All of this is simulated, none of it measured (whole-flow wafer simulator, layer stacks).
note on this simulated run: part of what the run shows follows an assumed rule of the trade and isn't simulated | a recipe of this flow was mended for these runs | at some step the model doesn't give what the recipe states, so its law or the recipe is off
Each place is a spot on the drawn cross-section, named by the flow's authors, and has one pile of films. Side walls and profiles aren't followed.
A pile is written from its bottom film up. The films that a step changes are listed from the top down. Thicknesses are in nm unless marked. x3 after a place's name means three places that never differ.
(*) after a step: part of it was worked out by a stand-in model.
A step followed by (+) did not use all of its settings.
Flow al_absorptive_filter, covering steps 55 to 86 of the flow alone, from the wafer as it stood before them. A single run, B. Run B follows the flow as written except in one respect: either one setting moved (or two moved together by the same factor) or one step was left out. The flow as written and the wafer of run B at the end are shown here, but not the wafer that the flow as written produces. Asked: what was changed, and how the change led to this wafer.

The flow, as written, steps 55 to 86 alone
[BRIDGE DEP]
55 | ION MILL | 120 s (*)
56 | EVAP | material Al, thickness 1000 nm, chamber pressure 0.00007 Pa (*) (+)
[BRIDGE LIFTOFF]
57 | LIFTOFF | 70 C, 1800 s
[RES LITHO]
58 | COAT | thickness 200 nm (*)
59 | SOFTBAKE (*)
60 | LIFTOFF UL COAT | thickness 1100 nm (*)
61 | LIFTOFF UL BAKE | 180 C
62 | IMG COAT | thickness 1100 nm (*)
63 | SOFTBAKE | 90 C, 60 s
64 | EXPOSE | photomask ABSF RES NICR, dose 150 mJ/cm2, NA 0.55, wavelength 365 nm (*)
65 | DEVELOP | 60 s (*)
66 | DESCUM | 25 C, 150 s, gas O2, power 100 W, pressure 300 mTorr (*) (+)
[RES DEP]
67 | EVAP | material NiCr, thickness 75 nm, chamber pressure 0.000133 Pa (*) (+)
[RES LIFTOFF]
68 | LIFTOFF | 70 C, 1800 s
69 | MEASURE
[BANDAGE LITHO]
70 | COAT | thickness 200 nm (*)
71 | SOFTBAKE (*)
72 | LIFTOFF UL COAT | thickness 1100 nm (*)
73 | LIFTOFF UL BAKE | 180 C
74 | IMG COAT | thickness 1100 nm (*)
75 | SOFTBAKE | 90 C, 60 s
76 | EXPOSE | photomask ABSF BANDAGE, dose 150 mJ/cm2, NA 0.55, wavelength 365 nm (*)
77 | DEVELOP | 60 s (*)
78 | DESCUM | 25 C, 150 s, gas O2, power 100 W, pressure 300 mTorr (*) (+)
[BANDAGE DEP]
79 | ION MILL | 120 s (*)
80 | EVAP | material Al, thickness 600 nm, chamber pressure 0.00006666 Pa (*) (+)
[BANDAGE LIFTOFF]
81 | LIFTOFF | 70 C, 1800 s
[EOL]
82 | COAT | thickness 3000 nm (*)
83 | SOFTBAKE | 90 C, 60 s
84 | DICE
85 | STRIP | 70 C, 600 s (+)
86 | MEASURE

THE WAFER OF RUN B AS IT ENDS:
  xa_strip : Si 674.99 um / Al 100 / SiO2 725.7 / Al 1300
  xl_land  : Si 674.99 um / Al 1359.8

Cause: step 56, EVAP: thickness 1300 nm was run, though the flow has thickness 1000 nm.
One can read it off the wafer: xa_strip has Al 1300, and step 56 as written asks for 1000 nm.

How this came from the change, step by step:
  56 | EVAP | material Al, thickness 1000 nm, chamber pressure 0.00007 Pa (*) (+)
      gnd, pad_far, pad_near and 10 more: +1300 Al (new film) (as written it would have been: +1000 Al (new film))
      xl_land: +1300 Al (as written it would have been: +1000 Al)
  57 | LIFTOFF | 70 C, 1800 s
      gnd, xa_field, idc_field: -1300 Al (all of it), -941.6 i-line-resist (all of it), -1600 lift-off-underlayer (all of it), -200 acrylic-e-beam-resist (all of it) (as written it would have been: -1000 Al (all of it), -941.6 i-line-resist (all of it), -1600 lift-off-underlayer (all of it), -200 acrylic-e-beam-resist (all of it))
      pad_far: -1300 Al (all of it), -940.5 i-line-resist (all of it), -1591.1 lift-off-underlayer (all of it), -198.5 acrylic-e-beam-resist (all of it) (as written it would have been: -1000 Al (all of it), -940.5 i-line-resist (all of it), -1591.1 lift-off-underlayer (all of it), -198.5 acrylic-e-beam-resist (all of it))
      (also at 6 further places)
  58 | COAT | thickness 200 nm (*)
      xa_margin: +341 acrylic-e-beam-resist (new film) (as written it would have been: +288.1 acrylic-e-beam-resist (new film))
      xa_strip: +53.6 acrylic-e-beam-resist (new film) (as written it would have been: +66.9 acrylic-e-beam-resist (new film))
      (also at 1 further place)
  60 | LIFTOFF UL COAT | thickness 1100 nm (*)
      xa_margin: +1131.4 lift-off-underlayer (new film) (as written it would have been: +1021 lift-off-underlayer (new film))
      xa_strip: +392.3 lift-off-underlayer (new film) (as written it would have been: +459.8 lift-off-underlayer (new film))
  62 | IMG COAT | thickness 1100 nm (*)
      xa_margin: +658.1 i-line-resist (new film) (as written it would have been: +741.1 i-line-resist (new film))
      xa_strip: +457.6 i-line-resist (new film) (as written it would have been: +577.9 i-line-resist (new film))
  63 | SOFTBAKE | 90 C, 60 s
      xa_strip: -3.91 i-line-resist (as written it would have been: -4.64 i-line-resist)
  68 | LIFTOFF | 70 C, 1800 s
      xa_margin: -75 NiCr (all of it), -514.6 i-line-resist (all of it), -1131.4 lift-off-underlayer (all of it), -341 acrylic-e-beam-resist (all of it) (as written it would have been: -75 NiCr (all of it), -598.1 i-line-resist (all of it), -1021 lift-off-underlayer (all of it), -288.1 acrylic-e-beam-resist (all of it))
      xa_strip: -75 NiCr (all of it), -313.8 i-line-resist (all of it), -392.3 lift-off-underlayer (all of it), -53.6 acrylic-e-beam-resist (all of it) (as written it would have been: -75 NiCr (all of it), -433.3 i-line-resist (all of it), -459.8 lift-off-underlayer (all of it), -66.9 acrylic-e-beam-resist (all of it))
      (also at 1 further place)
  70 | COAT | thickness 200 nm (*)
      xa_margin: +341 acrylic-e-beam-resist (new film) (as written it would have been: +288.1 acrylic-e-beam-resist (new film))
      xa_strip: +53.6 acrylic-e-beam-resist (new film) (as written it would have been: +66.9 acrylic-e-beam-resist (new film))
  72 | LIFTOFF UL COAT | thickness 1100 nm (*)
      xa_margin: +1131.4 lift-off-underlayer (new film) (as written it would have been: +1021 lift-off-underlayer (new film))
      xa_strip: +392.3 lift-off-underlayer (new film) (as written it would have been: +459.8 lift-off-underlayer (new film))
  74 | IMG COAT | thickness 1100 nm (*)
      xa_margin: +658.1 i-line-resist (new film) (as written it would have been: +741.1 i-line-resist (new film))
      xa_strip: +457.6 i-line-resist (new film) (as written it would have been: +577.9 i-line-resist (new film))
  75 | SOFTBAKE | 90 C, 60 s
      xa_strip: -3.91 i-line-resist (as written it would have been: -4.64 i-line-resist)
  81 | LIFTOFF | 70 C, 1800 s
      xa_margin: -600 Al (all of it), -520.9 i-line-resist (all of it), -1131.4 lift-off-underlayer (all of it), -341 acrylic-e-beam-resist (all of it) (as written it would have been: -600 Al (all of it), -604.4 i-line-resist (all of it), -1021 lift-off-underlayer (all of it), -288.1 acrylic-e-beam-resist (all of it))
      xa_strip: -600 Al (all of it), -320.1 i-line-resist (all of it), -392.3 lift-off-underlayer (all of it), -53.6 acrylic-e-beam-resist (all of it) (as written it would have been: -600 Al (all of it), -439.6 i-line-resist (all of it), -459.8 lift-off-underlayer (all of it), -66.9 acrylic-e-beam-resist (all of it))
  82 | COAT | thickness 3000 nm (*)
      xa_margin: +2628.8 i-line-resist (new film) (as written it would have been: +2563.4 i-line-resist (new film))
      xa_strip: +1368.4 i-line-resist (new film) (as written it would have been: +1594.3 i-line-resist (new film))
  83 | SOFTBAKE | 90 C, 60 s
      xa_margin: -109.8 i-line-resist (as written it would have been: -94.2 i-line-resist)
      xa_strip: -137.1 i-line-resist (as written it would have been: -117.3 i-line-resist)
  85 | STRIP | 70 C, 600 s (+)
      xa_strip: -1231.3 i-line-resist (all of it) (as written it would have been: -1477 i-line-resist (all of it))
